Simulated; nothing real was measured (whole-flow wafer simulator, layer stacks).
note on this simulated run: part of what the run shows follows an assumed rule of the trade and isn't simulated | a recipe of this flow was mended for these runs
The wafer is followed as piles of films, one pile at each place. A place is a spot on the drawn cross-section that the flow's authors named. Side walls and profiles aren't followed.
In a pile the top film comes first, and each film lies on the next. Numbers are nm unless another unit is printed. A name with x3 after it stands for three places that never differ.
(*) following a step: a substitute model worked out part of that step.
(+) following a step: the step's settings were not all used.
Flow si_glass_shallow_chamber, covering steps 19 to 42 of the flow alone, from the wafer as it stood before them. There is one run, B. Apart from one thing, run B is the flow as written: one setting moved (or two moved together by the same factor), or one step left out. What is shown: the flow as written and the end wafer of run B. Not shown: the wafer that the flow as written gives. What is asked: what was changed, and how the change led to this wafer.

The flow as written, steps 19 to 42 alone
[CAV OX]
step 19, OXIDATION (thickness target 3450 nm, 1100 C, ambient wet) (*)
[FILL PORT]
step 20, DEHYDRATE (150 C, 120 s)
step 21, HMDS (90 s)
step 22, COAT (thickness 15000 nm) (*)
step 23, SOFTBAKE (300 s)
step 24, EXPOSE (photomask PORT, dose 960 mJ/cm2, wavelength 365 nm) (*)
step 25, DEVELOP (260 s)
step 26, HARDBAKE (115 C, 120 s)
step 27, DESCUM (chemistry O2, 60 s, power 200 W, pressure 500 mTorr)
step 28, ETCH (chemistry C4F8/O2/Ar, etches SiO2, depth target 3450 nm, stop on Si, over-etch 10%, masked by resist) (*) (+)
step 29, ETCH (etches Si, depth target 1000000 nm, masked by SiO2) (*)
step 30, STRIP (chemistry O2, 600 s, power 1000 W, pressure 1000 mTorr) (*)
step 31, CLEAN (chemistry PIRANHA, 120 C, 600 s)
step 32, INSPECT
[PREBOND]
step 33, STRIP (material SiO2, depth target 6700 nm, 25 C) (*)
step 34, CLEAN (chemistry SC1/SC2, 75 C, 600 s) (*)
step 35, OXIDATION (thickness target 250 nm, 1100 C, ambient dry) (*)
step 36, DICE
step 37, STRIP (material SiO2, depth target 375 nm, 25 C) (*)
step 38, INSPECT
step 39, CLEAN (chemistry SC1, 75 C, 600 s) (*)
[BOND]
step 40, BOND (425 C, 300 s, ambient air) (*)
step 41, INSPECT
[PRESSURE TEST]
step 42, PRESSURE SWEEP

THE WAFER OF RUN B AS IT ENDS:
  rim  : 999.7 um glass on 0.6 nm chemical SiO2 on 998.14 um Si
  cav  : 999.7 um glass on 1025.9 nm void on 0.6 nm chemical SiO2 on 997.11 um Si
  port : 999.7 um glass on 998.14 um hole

The reason: step 19, OXIDATION: 1065 C was run, though the flow has 1100 C.

How this came from the change, step by step:
  step 19, OXIDATION (thickness target 3450 nm, 1100 C, ambient wet) (*)
      rim, ramp, septum, ring: +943 SiO2, -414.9 Si (it would be, as written: +1110.9 SiO2, -488.8 Si)
      cav, port: +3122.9 SiO2 (new film), -0.6 chemical SiO2 (all of it), -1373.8 Si (it would be, as written: +3450 SiO2 (new film), -0.6 chemical SiO2 (all of it), -1517.7 Si)
  step 22, COAT (thickness 15000 nm) (*)
      rim: +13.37 um thick-i-line-resist (new film) (it would be, as written: +13.4 um thick-i-line-resist (new film))
      ramp: +12.84 um thick-i-line-resist (new film) (it would be, as written: +12.89 um thick-i-line-resist (new film))
      (also at 2 further places)
  step 23, SOFTBAKE (300 s)
      rim: -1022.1 thick-i-line-resist (it would be, as written: -997 thick-i-line-resist)
      ramp: -500.4 thick-i-line-resist (it would be, as written: -487.1 thick-i-line-resist)
      (also at 4 further places)
  step 25, DEVELOP (260 s)
      port: -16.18 um thick-i-line-resist (all of it) (it would be, as written: -16.16 um thick-i-line-resist (all of it))
  step 28, ETCH (chemistry C4F8/O2/Ar, etches SiO2, depth target 3450 nm, stop on Si, over-etch 10%, masked by resist) (*) (+)
      rim, ramp, cav, septum, ring: -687 thick-i-line-resist (it would be, as written: -759 thick-i-line-resist)
      port: -3122.9 SiO2 (all of it), -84 Si (it would be, as written: -3450 SiO2 (all of it), -43.1 Si)
  step 29, ETCH (etches Si, depth target 1000000 nm, masked by SiO2) (*)
      rim, ramp: -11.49 um thick-i-line-resist (all of it), -1611.4 SiO2 (it would be, as written: -11.47 um thick-i-line-resist (all of it), -1617.3 SiO2)
      port: +997.15 um hole (new film), -997.15 um Si (all of it) (it would be, as written: +997.05 um hole (new film), -997.05 um Si (all of it))
      (also at 2 further places)
  step 30, STRIP (chemistry O2, 600 s, power 1000 W, pressure 1000 mTorr) (*)
      cav: -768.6 thick-i-line-resist (all of it) (it would be, as written: -669.6 thick-i-line-resist (all of it))
  step 33, STRIP (material SiO2, depth target 6700 nm, 25 C) (*)
      rim, ramp: -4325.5 SiO2 (all of it) (it would be, as written: -4487.5 SiO2 (all of it))
      cav: -3122.9 SiO2 (all of it) (it would be, as written: -3450 SiO2 (all of it))
      (also at 2 further places)
  step 40, BOND (425 C, 300 s, ambient air) (*)
      cav: +999.7 um glass (new film), +1025.9 void (new film) (it would be, as written: +999.7 um glass (new film), +1095.9 void (new film))
      port: +999.7 um glass (new film), +988.1 hole (it would be, as written: +999.7 um glass (new film), +1017.3 hole)
